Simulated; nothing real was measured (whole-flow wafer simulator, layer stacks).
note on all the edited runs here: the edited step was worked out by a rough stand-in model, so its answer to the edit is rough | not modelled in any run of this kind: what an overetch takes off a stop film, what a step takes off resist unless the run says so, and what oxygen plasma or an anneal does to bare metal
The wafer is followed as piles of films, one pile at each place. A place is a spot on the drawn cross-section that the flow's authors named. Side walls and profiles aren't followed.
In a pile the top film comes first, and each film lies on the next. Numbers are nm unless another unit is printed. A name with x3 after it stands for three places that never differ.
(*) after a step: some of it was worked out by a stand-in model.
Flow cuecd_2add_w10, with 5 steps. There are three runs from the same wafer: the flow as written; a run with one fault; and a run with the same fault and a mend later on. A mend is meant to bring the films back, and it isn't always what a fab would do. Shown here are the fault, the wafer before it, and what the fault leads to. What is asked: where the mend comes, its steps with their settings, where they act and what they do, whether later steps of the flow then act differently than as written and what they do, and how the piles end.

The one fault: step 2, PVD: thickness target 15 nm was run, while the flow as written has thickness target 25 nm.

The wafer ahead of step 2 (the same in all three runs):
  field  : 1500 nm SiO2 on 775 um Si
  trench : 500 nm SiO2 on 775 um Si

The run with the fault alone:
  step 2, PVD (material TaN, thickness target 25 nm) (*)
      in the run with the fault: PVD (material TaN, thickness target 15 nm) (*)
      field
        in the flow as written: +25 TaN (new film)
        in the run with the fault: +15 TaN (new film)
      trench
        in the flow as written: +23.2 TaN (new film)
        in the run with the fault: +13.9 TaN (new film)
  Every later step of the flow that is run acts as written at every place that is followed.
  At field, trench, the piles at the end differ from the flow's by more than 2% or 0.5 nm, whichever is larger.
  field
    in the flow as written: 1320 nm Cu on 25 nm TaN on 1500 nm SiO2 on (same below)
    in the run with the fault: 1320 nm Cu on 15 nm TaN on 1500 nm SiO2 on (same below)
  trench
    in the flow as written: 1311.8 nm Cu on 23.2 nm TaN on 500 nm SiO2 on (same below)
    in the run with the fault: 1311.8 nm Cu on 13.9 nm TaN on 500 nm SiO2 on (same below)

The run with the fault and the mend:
  After step 2 comes the mend.
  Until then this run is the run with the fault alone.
  step 2a, PVD (material TaN, thickness target 10 nm) (*) (the flow's step 2 again, with other settings)
      field
        +10 TaN
      trench
        +9.27 TaN
  Every later step of the flow that is run acts as written at every place that is followed.
  At every place that both follow, the piles at the end match the flow's.
